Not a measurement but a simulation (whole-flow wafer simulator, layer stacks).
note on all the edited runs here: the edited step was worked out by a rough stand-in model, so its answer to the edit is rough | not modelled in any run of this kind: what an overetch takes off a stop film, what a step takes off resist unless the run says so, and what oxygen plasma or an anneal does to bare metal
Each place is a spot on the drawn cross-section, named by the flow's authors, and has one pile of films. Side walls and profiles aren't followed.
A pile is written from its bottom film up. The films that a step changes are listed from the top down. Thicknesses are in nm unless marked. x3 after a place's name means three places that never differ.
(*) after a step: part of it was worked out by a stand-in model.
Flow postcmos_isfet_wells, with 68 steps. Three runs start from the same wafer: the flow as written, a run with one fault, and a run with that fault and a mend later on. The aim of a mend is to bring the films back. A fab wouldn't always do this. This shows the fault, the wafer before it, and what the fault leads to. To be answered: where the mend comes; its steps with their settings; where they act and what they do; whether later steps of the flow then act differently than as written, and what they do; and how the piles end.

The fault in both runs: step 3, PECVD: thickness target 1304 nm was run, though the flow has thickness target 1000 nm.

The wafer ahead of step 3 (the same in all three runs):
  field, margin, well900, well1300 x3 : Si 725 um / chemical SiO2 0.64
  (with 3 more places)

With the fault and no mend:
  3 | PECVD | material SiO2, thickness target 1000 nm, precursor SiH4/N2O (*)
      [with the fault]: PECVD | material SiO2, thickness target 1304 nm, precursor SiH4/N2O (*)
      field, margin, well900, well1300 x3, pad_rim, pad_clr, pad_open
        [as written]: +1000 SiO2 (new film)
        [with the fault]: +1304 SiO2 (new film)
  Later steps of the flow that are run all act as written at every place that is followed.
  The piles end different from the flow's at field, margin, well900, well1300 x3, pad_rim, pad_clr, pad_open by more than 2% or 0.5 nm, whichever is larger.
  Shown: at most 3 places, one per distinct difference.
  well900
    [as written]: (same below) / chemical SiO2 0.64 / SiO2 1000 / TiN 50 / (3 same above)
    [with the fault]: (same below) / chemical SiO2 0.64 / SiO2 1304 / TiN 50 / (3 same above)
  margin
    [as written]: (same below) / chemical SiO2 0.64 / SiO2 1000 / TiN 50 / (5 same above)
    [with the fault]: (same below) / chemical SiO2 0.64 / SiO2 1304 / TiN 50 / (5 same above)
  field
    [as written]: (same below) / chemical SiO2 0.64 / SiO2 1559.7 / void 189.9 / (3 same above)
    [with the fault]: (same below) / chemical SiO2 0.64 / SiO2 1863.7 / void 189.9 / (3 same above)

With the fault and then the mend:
  The mend follows step 3.
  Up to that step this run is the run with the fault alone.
  3a | ETCH | chemistry boe, depth target 304 nm
      field, margin, well900, well1300 x3, pad_rim, pad_clr, pad_open
        -304 SiO2
  Later steps of the flow that are run all act as written at every place that is followed.
  At every place that both follow, the piles at the end match the flow's.
